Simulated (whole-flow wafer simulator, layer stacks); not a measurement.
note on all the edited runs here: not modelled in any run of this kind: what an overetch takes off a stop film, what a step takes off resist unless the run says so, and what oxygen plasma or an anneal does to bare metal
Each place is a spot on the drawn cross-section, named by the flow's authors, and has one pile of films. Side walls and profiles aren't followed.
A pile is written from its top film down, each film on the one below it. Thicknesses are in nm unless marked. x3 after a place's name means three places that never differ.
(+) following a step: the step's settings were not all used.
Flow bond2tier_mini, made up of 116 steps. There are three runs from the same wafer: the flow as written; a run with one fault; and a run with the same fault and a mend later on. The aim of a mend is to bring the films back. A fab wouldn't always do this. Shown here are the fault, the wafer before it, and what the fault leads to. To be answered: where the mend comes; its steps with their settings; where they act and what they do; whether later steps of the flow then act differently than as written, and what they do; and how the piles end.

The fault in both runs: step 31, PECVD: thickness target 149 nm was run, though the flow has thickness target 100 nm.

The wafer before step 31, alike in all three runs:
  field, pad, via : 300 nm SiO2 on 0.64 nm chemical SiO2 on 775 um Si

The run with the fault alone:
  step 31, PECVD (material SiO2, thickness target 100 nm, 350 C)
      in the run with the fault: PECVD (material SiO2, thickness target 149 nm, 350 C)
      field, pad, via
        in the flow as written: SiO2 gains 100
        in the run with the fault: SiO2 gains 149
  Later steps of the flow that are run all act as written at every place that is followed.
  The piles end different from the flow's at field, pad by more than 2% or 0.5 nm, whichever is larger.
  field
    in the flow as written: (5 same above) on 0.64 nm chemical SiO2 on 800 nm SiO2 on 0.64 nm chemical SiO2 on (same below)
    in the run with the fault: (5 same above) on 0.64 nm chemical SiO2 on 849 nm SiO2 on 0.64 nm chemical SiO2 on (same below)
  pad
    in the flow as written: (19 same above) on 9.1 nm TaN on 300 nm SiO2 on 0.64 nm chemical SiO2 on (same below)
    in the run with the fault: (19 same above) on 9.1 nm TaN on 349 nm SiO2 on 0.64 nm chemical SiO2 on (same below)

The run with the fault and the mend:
  The mend follows step 36.
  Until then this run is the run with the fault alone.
  step 36a, STRIP (chemistry O2, over-ash 100%) (+)
      field
        KrF resist loses 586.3 (all of it)
  step 36b, ETCH (chemistry CHF3/CF4-rie, etches SiO2, depth target 49 nm)
      field, pad, via
        SiO2 loses 49
  step 36c, COAT (KrF resist, thickness 600 nm) (the flow's step 32, run once more)
      field, pad, via
        KrF resist gains 600 (new film)
  step 36d, SOFTBAKE (KrF resist) (the flow's step 33, run once more)
      alters no film at any place that is followed
  step 36e, EXPOSE (photomask APAD, NA 0.6) (the flow's step 34, run once more)
      alters no film at any place that is followed
  step 36f, PEB (KrF resist) (the flow's step 35, run once more)
      alters no film at any place that is followed
  step 36g, DEVELOP (developer TMAH-0.26N, 60 s) (the flow's step 36, run once more)
      pad, via
        KrF resist loses 600 (all of it)
      field
        KrF resist loses 13.7
  Later steps of the flow that are run all act as written at every place that is followed.
  The piles end the same as the flow's at every place that both follow.
